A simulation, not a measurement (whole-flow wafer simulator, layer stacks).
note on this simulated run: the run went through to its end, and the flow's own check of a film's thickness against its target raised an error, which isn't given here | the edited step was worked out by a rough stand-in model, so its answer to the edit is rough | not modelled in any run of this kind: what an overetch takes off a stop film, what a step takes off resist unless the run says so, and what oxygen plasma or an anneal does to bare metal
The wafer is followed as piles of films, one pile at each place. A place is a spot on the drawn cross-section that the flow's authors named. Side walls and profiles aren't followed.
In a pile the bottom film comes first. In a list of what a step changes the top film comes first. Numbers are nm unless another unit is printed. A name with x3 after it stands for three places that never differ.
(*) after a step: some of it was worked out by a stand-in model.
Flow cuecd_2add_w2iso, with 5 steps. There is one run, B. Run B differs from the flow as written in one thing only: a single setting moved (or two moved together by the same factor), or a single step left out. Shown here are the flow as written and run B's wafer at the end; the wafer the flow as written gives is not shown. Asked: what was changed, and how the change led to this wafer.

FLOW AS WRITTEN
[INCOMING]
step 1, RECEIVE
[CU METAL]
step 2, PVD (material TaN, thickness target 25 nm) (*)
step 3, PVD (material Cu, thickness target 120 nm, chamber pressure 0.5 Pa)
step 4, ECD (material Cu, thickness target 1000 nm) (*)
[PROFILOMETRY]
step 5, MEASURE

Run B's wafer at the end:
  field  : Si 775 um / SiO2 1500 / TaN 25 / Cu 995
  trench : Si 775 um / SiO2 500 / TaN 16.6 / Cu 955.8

Cause: step 4, ECD: thickness target 875 nm was run, whereas the flow has thickness target 1000 nm.

Step by step, how the change led to this:
  step 4, ECD (material Cu, thickness target 1000 nm) (*)
      field: Cu gains 875 (in the flow as written it would be: Cu gains 1000)
      trench: Cu gains 875 (in the flow as written it would be: Cu gains 2047.6)
